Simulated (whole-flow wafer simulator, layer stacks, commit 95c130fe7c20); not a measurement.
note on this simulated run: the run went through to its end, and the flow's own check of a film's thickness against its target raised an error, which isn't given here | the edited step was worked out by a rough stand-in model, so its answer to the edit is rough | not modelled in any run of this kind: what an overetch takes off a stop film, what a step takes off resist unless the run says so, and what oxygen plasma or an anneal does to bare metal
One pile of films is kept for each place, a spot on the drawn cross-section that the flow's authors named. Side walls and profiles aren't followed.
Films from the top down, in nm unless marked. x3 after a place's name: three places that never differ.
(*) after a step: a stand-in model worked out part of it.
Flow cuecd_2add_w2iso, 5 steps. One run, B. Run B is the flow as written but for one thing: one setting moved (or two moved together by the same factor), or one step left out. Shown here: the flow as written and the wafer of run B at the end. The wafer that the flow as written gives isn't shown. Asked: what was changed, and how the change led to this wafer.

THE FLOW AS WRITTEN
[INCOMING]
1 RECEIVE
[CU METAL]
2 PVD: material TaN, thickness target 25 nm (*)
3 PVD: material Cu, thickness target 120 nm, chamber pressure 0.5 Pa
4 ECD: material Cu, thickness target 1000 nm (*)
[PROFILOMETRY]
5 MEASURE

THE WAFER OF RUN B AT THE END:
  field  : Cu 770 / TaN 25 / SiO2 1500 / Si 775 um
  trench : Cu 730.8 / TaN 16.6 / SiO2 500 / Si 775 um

The cause: step 4, ECD: thickness target 650 nm was run, where the flow has thickness target 1000 nm.

How the change led to this, step by step:
  4 ECD: material Cu, thickness target 1000 nm (*)
      field: Cu +650 (as written it would be: Cu +1000)
      trench: Cu +650 (as written it would be: Cu +2047.6)
